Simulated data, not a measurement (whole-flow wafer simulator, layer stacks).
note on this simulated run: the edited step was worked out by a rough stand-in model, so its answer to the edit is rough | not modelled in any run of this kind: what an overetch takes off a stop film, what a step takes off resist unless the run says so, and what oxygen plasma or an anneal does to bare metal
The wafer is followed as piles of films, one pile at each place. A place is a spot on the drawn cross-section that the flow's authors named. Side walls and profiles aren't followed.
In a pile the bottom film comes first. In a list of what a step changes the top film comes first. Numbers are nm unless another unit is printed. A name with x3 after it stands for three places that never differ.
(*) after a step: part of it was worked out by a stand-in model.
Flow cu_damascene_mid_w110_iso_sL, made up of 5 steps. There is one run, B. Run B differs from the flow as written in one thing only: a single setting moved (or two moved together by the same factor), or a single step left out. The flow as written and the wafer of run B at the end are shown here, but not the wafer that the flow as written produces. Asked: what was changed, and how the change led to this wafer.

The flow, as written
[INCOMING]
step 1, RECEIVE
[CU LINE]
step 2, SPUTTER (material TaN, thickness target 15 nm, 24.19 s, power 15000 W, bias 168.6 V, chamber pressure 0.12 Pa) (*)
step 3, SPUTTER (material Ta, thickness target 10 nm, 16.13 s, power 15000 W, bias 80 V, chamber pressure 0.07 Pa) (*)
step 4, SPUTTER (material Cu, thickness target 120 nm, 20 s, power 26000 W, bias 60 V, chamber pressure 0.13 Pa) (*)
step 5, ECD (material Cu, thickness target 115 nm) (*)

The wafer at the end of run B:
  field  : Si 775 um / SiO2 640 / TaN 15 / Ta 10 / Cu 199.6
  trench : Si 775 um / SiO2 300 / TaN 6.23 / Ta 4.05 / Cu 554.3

What caused this: step 5, ECD: thickness target 79.6 nm was run, while the flow as written has thickness target 115 nm.

Step by step, how the change led to this:
  step 5, ECD (material Cu, thickness target 115 nm) (*)
      field: Cu gains 79.6 (it would be, as written: Cu gains 115)
      trench: Cu gains 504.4 (it would be, as written: Cu gains 539.8)
